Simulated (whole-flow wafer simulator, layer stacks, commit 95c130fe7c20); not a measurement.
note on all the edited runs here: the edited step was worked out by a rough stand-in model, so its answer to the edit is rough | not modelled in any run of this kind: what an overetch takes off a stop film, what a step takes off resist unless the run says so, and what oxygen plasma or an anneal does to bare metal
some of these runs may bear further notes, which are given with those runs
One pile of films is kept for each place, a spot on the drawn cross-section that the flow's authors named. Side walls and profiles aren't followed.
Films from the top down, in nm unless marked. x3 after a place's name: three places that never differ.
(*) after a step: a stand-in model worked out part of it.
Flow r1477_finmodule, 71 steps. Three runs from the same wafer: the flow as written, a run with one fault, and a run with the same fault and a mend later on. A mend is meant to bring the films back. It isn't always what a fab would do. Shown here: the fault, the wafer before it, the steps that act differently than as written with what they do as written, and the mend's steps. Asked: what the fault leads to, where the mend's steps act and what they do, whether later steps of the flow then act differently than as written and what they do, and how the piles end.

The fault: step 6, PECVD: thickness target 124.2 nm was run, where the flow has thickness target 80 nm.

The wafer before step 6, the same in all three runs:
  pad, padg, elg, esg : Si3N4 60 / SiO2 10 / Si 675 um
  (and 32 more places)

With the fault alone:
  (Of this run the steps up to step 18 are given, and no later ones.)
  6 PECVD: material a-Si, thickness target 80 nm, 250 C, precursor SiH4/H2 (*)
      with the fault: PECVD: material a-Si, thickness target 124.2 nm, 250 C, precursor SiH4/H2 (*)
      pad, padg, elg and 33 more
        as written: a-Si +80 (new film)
        with the fault: a-Si +124.2 (new film)
  Later steps of the flow that act differently than as written:
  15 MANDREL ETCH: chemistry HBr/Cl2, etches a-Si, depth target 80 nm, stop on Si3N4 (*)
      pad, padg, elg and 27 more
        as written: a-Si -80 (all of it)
        with the fault: a-Si -80
  After step 18 the piles differ from the flow's by more than 2% or 0.5 nm, whichever is larger, at pad, padg, elg and 33 more.
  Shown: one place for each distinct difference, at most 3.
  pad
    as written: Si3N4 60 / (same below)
    with the fault: a-Si 44.2 / Si3N4 60 / (same below)
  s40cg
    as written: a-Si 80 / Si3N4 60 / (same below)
    with the fault: a-Si 124.2 / Si3N4 60 / (same below)

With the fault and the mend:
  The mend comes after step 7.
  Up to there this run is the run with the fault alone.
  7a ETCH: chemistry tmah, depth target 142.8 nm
      pad, padg, elg and 33 more
        a-Si -124.2 (all of it)
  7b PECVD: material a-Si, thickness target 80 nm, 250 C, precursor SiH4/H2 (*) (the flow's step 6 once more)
      pad, padg, elg and 33 more
        a-Si +80 (new film)
  No later step of the flow acts differently than as written at any place that is followed.
  At the end the piles are the same as the flow's at every place that both follow.
